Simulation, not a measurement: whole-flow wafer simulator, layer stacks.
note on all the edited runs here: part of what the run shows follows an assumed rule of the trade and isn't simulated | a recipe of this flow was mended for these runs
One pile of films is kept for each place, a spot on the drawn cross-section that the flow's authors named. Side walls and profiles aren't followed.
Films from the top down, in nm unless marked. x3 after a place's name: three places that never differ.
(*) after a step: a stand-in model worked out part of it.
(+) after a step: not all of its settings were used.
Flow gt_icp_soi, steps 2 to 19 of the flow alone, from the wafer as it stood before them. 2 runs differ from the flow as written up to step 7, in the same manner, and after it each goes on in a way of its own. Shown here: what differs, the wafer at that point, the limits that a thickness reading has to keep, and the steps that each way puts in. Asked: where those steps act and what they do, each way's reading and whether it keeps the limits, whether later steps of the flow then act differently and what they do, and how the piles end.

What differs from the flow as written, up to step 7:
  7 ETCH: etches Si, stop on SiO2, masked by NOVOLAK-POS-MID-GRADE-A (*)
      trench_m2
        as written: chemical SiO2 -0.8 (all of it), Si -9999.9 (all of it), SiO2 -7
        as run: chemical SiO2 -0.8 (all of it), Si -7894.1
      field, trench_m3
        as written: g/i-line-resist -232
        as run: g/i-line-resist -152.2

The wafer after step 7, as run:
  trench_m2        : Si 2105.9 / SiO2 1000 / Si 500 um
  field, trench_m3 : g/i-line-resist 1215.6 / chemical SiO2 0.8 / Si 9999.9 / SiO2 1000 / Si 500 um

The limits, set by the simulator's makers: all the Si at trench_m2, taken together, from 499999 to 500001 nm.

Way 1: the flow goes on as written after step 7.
  The reading after step 7: 502105.9 nm, outside the limits.
  Later steps of the flow that act differently than as written (2 more steps differ only slightly, by at most 2% or 0.5 nm, whichever is larger, and aren't shown):
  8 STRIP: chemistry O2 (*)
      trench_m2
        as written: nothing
        this way: chemical SiO2 +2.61 (new film), Si -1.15
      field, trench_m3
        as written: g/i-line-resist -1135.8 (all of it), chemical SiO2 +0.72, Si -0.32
        this way: g/i-line-resist -1215.6 (all of it), chemical SiO2 +0.74, Si -0.32
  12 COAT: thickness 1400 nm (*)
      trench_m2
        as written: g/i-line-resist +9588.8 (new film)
        this way: g/i-line-resist +7911.4 (new film)
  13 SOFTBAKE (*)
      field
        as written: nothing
        this way: g/i-line-resist +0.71
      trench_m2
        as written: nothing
        this way: g/i-line-resist +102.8
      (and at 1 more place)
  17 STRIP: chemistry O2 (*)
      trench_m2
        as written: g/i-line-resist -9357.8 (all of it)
        this way: g/i-line-resist -7783.1 (all of it), chemical SiO2 +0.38, Si -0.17
  At the end the piles differ from the flow's by more than 2% or 0.5 nm, whichever is larger, at trench_m2.
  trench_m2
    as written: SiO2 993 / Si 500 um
    this way: chemical SiO2 2.99 / Si 2104.6 / SiO2 1000 / Si 500 um

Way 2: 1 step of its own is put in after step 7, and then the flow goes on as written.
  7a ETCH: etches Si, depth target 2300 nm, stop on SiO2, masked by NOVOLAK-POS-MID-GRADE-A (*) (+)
      field, trench_m3
        g/i-line-resist -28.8
      trench_m2
        Si -2105.9 (all of it), SiO2 -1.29
  The reading after step 7a: 500000 nm, within the limits.
  Later steps of the flow that act differently than as written (3 more steps differ only slightly, by at most 2% or 0.5 nm, whichever is larger, and aren't shown):
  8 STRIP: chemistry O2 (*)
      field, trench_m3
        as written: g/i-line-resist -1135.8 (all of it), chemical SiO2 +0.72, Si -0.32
        this way: g/i-line-resist -1186.8 (all of it), chemical SiO2 +0.73, Si -0.32
  At the end the piles differ from the flow's only slightly at the places that both follow, by at most 2% or 0.5 nm, whichever is larger.

Within the limits: way 2. Outside them: way 1.
